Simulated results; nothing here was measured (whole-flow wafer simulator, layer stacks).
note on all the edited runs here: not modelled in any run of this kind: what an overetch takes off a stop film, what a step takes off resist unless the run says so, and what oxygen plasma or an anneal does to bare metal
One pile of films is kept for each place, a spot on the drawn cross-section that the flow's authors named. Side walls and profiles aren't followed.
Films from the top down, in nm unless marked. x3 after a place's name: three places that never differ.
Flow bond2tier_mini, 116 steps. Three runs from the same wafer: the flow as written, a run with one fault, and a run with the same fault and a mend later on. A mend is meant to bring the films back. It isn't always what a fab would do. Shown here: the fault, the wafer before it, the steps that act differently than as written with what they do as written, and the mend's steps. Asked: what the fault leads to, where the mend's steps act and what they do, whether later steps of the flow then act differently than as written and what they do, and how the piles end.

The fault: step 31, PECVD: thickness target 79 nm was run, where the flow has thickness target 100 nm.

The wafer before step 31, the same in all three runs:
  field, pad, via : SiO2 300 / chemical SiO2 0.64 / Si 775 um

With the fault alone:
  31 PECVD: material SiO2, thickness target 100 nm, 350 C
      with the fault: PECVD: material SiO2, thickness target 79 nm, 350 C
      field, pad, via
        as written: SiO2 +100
        with the fault: SiO2 +79
  No later step of the flow acts differently than as written at any place that is followed.
  At the end the piles differ from the flow's by more than 2% or 0.5 nm, whichever is larger, at field, pad.
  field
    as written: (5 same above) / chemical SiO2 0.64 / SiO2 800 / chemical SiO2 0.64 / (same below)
    with the fault: (5 same above) / chemical SiO2 0.64 / SiO2 779 / chemical SiO2 0.64 / (same below)
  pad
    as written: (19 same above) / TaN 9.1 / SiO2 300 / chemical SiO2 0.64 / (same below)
    with the fault: (19 same above) / TaN 9.1 / SiO2 279 / chemical SiO2 0.64 / (same below)

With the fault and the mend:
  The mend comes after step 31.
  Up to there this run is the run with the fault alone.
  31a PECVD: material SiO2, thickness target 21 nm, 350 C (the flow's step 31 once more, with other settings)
      field, pad, via
        SiO2 +21
  No later step of the flow acts differently than as written at any place that is followed.
  At the end the piles are the same as the flow's at every place that both follow.
